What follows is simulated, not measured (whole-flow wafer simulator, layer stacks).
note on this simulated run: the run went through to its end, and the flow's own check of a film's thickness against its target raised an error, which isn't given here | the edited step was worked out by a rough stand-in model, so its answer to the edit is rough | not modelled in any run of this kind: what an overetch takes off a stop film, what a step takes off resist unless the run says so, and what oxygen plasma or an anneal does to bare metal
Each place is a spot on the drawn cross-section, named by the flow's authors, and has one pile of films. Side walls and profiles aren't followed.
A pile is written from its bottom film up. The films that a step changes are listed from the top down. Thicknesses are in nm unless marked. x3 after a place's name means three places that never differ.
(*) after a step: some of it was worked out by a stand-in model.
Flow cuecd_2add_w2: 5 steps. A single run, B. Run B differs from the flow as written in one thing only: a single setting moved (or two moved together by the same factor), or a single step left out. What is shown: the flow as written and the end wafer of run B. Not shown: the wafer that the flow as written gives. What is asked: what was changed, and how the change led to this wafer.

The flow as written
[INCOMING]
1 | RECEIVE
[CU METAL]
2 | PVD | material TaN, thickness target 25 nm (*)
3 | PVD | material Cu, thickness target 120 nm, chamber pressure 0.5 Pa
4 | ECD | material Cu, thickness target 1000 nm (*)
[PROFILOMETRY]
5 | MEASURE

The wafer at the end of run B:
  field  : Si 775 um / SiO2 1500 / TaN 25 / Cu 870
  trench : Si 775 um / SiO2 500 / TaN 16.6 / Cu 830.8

The reason: step 4, ECD: thickness target 750 nm was run, while the flow as written has thickness target 1000 nm.

Step by step, how the change led to this:
  4 | ECD | material Cu, thickness target 1000 nm (*)
      field: +750 Cu (in the flow as written it would be: +1000 Cu)
      trench: +750 Cu (in the flow as written it would be: +2047.6 Cu)
